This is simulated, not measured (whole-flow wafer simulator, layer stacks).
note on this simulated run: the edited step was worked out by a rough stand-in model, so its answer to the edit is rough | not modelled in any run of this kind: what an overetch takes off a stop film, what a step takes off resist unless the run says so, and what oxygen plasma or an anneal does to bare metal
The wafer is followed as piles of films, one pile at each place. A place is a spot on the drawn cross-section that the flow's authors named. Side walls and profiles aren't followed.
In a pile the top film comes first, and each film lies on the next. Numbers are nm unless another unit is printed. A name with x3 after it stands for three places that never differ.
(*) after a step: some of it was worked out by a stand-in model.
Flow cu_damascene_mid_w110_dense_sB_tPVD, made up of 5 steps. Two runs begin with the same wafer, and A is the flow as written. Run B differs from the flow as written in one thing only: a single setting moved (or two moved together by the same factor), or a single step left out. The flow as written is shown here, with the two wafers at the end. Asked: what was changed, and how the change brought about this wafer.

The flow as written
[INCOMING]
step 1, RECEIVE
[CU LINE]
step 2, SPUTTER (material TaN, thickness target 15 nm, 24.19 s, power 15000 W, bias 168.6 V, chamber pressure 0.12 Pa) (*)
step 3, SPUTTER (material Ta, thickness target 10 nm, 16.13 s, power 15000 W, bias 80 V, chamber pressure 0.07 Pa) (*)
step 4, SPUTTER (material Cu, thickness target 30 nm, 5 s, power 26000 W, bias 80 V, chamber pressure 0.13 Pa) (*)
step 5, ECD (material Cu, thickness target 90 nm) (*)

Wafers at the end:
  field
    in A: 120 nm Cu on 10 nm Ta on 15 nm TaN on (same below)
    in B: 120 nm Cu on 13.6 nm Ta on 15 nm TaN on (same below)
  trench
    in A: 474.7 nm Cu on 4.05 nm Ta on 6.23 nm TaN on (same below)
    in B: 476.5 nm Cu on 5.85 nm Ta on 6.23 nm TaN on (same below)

The reason: step 3, SPUTTER: power 20400 W was run, whereas the flow has power 15000 W.

Step by step, how the change led to this:
  step 3, SPUTTER (material Ta, thickness target 10 nm, 16.13 s, power 15000 W, bias 80 V, chamber pressure 0.07 Pa) (*)
      field: A +10 Ta (new film) | B +13.6 Ta (new film)
      trench: A +4.05 Ta (new film) | B +5.85 Ta (new film)
